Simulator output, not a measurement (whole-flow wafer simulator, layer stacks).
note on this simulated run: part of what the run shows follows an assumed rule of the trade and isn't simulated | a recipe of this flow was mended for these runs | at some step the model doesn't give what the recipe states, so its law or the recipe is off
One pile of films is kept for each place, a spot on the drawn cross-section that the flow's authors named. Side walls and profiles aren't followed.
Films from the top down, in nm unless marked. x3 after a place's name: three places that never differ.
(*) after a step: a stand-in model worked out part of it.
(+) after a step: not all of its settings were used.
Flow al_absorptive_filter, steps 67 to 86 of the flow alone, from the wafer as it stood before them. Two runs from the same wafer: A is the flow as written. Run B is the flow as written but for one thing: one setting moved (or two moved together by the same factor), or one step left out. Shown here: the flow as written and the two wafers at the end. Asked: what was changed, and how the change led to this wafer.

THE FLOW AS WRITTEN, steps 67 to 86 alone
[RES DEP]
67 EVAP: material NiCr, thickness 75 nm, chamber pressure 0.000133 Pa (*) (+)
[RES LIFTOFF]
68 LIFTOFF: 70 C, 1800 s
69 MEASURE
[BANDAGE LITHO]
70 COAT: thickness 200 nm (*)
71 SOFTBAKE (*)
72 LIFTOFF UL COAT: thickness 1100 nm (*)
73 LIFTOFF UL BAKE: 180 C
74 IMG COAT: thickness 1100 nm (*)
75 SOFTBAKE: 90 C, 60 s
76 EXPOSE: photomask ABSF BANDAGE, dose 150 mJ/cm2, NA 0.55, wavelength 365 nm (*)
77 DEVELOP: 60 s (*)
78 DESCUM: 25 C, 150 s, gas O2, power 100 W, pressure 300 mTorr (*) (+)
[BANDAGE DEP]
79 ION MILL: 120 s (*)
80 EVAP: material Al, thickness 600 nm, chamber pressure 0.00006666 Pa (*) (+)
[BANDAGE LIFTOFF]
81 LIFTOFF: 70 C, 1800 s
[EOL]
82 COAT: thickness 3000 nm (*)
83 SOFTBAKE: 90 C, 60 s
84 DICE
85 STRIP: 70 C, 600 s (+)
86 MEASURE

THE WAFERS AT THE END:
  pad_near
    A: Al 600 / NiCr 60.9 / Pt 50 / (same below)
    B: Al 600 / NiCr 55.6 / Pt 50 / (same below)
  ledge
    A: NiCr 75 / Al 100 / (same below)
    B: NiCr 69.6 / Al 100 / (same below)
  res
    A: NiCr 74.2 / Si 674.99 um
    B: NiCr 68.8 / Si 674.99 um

The cause: step 67, EVAP: thickness 69.6 nm was run, where the flow has thickness 75 nm.
It can be read off the wafer: ledge has NiCr 69.6, and step 67 as written asks for 75 nm.

How the change led to this, step by step:
  67 EVAP: material NiCr, thickness 75 nm, chamber pressure 0.000133 Pa (*) (+)
      gnd, pad_far, ledge and 9 more: A NiCr +75 (new film) | B NiCr +69.6 (new film)
      pad_near: A NiCr +74.2 (new film) | B NiCr +68.9 (new film)
      (and at 1 more place)
  68 LIFTOFF: 70 C, 1800 s
      xa_field, xl_land, idc_field: A NiCr -75 (all of it), i-line-resist -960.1 (all of it), lift-off-underlayer -1100 (all of it), acrylic-e-beam-resist -200 (all of it) | B NiCr -69.6 (all of it), i-line-resist -960.1 (all of it), lift-off-underlayer -1100 (all of it), acrylic-e-beam-resist -200 (all of it)
      gnd: A NiCr -75 (all of it), i-line-resist -959.5 (all of it), lift-off-underlayer -1100.9 (all of it), acrylic-e-beam-resist -200.6 (all of it) | B NiCr -69.6 (all of it), i-line-resist -959.5 (all of it), lift-off-underlayer -1100.9 (all of it), acrylic-e-beam-resist -200.6 (all of it)
      (and at 7 more places)
